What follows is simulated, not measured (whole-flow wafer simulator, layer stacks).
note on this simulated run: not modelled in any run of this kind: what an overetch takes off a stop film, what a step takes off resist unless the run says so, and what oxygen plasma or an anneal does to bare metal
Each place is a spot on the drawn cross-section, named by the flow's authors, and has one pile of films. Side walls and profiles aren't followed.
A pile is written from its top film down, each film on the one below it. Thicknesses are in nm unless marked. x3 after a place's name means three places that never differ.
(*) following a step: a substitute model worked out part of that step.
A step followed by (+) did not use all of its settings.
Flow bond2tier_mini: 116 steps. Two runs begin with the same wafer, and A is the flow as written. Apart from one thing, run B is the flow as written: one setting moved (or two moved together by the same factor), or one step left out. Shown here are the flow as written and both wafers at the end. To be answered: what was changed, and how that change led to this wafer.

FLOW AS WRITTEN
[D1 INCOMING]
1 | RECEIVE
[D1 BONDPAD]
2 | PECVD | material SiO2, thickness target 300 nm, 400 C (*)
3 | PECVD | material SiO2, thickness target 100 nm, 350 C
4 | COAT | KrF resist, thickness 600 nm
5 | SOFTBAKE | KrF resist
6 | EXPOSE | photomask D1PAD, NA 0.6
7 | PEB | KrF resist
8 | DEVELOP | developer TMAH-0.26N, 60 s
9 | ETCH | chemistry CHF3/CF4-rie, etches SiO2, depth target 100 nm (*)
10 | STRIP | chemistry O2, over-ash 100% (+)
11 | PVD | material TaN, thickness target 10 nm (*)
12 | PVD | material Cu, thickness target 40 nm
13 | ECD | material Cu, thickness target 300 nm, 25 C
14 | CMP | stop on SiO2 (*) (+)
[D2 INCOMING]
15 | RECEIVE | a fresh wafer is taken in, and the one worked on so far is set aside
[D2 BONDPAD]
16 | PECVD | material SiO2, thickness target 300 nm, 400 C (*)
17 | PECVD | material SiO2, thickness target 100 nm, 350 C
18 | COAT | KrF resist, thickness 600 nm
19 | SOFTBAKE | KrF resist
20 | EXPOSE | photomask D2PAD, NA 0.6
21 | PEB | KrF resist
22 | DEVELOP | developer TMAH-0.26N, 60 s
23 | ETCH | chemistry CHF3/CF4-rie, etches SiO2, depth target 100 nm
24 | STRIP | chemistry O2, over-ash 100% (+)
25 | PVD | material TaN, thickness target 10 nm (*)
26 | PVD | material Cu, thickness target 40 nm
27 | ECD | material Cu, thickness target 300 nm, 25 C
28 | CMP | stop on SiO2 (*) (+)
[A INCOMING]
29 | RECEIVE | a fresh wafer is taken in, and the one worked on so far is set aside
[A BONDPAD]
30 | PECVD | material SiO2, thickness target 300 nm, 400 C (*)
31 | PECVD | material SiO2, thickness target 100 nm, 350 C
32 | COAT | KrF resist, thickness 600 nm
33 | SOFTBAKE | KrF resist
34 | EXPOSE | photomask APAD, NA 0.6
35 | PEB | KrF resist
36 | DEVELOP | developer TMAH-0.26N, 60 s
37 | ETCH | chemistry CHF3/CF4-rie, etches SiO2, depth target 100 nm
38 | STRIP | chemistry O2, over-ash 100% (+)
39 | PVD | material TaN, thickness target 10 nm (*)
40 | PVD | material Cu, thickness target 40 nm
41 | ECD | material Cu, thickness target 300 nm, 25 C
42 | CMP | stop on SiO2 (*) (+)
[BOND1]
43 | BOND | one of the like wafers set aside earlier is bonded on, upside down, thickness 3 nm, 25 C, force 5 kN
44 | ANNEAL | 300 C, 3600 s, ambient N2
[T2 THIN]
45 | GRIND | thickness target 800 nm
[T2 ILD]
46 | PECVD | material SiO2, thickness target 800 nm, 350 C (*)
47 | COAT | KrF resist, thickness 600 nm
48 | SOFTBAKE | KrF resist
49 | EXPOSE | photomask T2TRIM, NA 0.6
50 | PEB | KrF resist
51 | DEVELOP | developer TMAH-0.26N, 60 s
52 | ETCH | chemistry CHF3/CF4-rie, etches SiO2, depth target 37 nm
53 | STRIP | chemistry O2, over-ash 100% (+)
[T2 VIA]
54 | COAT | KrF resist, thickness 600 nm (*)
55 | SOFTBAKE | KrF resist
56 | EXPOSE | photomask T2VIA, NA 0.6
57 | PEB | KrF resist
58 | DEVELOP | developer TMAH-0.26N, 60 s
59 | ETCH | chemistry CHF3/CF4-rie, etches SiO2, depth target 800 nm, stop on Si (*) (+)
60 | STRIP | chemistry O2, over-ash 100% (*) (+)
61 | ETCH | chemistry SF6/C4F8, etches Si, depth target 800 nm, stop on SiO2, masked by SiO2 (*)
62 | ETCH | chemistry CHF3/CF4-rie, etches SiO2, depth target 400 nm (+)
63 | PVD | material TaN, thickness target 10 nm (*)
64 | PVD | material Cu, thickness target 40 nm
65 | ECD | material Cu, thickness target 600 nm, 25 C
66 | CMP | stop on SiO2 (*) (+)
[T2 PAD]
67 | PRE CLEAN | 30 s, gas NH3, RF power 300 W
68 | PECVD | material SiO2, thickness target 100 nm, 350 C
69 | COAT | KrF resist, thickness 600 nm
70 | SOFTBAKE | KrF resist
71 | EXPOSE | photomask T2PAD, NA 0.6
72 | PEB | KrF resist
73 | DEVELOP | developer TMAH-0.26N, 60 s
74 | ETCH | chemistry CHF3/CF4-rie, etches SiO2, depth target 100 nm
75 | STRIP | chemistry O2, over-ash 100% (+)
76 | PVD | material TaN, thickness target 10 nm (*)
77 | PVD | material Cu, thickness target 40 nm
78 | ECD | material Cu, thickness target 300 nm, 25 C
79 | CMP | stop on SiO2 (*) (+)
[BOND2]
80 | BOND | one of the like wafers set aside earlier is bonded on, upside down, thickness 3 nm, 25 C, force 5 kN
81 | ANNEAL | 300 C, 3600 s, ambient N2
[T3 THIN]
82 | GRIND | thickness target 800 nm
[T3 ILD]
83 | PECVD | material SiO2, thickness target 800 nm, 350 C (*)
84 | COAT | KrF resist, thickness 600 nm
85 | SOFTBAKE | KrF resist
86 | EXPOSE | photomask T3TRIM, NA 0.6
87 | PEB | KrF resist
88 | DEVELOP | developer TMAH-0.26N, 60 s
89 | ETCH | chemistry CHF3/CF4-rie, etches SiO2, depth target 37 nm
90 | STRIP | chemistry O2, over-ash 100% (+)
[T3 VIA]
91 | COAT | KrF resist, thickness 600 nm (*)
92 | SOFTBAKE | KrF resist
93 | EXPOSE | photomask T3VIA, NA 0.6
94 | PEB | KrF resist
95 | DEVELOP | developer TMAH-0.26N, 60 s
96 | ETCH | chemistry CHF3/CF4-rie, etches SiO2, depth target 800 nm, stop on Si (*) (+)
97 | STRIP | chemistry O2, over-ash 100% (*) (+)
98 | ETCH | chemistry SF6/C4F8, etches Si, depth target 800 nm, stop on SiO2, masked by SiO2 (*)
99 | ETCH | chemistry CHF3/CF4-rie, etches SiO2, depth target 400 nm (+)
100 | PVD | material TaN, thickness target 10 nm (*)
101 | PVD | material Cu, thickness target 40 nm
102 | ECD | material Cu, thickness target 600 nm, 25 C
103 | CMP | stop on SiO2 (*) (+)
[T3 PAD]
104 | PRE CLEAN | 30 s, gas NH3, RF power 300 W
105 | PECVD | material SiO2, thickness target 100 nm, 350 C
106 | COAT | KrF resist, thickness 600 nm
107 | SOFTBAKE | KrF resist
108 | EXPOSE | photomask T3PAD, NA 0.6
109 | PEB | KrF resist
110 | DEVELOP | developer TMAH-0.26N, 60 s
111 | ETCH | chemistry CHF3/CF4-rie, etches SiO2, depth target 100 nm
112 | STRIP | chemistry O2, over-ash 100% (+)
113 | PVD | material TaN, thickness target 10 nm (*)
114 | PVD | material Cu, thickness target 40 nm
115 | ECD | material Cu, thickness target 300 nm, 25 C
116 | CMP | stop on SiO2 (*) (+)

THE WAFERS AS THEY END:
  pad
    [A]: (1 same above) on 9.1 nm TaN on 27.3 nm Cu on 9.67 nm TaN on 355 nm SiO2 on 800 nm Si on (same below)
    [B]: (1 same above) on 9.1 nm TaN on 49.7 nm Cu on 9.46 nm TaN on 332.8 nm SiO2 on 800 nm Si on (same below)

Cause: step 89, ETCH: depth target 59.2 nm was run, whereas the flow has depth target 37 nm.

How this came from the change, step by step:
  89 | ETCH | chemistry CHF3/CF4-rie, etches SiO2, depth target 37 nm
      field: A -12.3 KrF resist | B -19.7 KrF resist
      pad: A -37 SiO2 | B -59.2 SiO2
  97 | STRIP | chemistry O2, over-ash 100% (*) (+)
      field: A -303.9 KrF resist (all of it) | B -294.5 KrF resist (all of it)
      pad: A -336 KrF resist (all of it) | B -345.8 KrF resist (all of it)
  101 | PVD | material Cu, thickness target 40 nm
      pad: A +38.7 Cu (new film) | B +37.8 Cu (new film)
  102 | ECD | material Cu, thickness target 600 nm, 25 C
      pad: A +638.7 Cu | B +661.9 Cu
